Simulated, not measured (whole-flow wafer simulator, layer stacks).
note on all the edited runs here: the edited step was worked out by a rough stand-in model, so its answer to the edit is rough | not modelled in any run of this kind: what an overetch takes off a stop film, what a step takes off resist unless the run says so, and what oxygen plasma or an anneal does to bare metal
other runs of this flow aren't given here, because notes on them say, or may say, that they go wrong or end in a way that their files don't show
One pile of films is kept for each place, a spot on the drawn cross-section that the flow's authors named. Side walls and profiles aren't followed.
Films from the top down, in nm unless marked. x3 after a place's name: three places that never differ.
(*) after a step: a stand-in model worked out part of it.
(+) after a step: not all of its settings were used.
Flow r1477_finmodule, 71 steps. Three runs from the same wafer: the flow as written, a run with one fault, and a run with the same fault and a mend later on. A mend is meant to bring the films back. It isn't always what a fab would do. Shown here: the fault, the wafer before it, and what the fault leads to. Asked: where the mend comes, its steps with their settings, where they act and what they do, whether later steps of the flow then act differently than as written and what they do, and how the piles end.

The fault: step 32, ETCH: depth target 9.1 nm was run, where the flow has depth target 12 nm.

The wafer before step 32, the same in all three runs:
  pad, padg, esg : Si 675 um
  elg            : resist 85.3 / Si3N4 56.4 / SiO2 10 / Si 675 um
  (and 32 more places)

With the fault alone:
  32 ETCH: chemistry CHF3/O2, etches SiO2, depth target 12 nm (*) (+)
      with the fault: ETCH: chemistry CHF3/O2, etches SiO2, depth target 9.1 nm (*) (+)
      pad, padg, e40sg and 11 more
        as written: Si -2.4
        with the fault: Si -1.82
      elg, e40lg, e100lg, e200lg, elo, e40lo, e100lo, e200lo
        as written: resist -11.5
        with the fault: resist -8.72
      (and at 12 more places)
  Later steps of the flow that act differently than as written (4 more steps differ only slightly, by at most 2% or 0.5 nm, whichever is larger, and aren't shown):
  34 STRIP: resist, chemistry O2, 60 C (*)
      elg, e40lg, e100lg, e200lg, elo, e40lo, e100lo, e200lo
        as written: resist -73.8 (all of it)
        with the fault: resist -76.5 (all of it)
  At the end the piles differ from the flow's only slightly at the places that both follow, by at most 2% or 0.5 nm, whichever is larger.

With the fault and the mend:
  The mend comes after step 32.
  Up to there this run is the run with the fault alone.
  32a ETCH: chemistry CHF3/O2, etches SiO2, depth target 2.9 nm (*) (the flow's step 32 once more, with other settings)
      pad, padg, e40sg and 11 more
        Si -0.58
      elg, e40lg, e100lg, e200lg, elo, e40lo, e100lo, e200lo
        resist -2.78
      s40sg_line, s45sg_line, s50sg_line, s40so_line, s45so_line, s50so_line
        SiO2 -2.9
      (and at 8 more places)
  No later step of the flow acts differently than as written, at any place that is followed, by more than 2% or 0.5 nm, whichever is larger.
  At the end the piles differ from the flow's only slightly at the places that both follow, by at most 2% or 0.5 nm, whichever is larger.
